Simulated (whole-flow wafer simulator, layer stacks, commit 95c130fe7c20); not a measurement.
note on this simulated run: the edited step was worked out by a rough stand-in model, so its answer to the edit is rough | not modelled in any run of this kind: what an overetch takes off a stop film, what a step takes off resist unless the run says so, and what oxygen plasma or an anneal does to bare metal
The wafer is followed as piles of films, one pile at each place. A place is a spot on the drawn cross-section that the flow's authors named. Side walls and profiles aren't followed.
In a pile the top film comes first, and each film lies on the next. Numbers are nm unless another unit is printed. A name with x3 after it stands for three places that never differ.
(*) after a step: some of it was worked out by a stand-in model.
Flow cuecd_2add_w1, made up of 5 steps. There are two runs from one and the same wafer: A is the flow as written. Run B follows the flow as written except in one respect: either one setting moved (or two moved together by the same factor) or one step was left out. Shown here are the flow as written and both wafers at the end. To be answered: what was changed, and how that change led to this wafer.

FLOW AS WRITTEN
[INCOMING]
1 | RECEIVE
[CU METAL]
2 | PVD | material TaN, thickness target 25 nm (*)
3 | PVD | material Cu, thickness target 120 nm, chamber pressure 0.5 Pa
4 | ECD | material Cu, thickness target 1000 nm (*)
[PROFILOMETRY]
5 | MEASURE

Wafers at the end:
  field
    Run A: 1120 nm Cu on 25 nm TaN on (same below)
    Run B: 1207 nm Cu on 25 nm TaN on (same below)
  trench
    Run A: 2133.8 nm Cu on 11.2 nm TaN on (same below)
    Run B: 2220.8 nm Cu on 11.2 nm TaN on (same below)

Cause: step 4, ECD: thickness target 1087 nm was run, whereas the flow has thickness target 1000 nm.

Step by step, how the change led to this:
  4 | ECD | material Cu, thickness target 1000 nm (*)
      field: A +1000 Cu | B +1087 Cu
      trench: A +2080.2 Cu | B +2167.2 Cu
